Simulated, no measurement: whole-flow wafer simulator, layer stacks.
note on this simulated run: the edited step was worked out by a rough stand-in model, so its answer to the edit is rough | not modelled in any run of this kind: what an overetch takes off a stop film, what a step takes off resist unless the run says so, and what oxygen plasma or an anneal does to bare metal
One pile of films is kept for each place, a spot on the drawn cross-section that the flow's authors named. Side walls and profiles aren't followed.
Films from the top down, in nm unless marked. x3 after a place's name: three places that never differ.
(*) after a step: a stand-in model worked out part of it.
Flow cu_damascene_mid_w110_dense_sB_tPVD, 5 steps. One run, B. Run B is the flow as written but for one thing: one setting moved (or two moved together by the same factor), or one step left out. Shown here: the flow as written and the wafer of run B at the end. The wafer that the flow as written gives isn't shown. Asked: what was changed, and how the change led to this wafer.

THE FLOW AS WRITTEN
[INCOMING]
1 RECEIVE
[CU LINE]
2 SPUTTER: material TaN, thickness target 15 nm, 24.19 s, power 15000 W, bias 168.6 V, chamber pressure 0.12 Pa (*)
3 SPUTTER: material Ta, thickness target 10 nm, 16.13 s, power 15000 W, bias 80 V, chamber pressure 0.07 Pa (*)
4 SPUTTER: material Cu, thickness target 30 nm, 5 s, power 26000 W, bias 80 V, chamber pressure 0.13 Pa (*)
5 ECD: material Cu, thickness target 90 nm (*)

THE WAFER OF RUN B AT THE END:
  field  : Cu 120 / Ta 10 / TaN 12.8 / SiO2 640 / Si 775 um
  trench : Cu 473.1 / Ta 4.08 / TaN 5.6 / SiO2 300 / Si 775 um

The cause: step 2, SPUTTER: 19.65 s was run, where the flow has 24.19 s; step 2, SPUTTER: bias 137 V was run, where the flow has bias 168.6 V.

How the change led to this, step by step:
  2 SPUTTER: material TaN, thickness target 15 nm, 24.19 s, power 15000 W, bias 168.6 V, chamber pressure 0.12 Pa (*)
      field: TaN +12.8 (new film) (as written it would be: TaN +15 (new film))
      trench: TaN +5.6 (new film) (as written it would be: TaN +6.23 (new film))
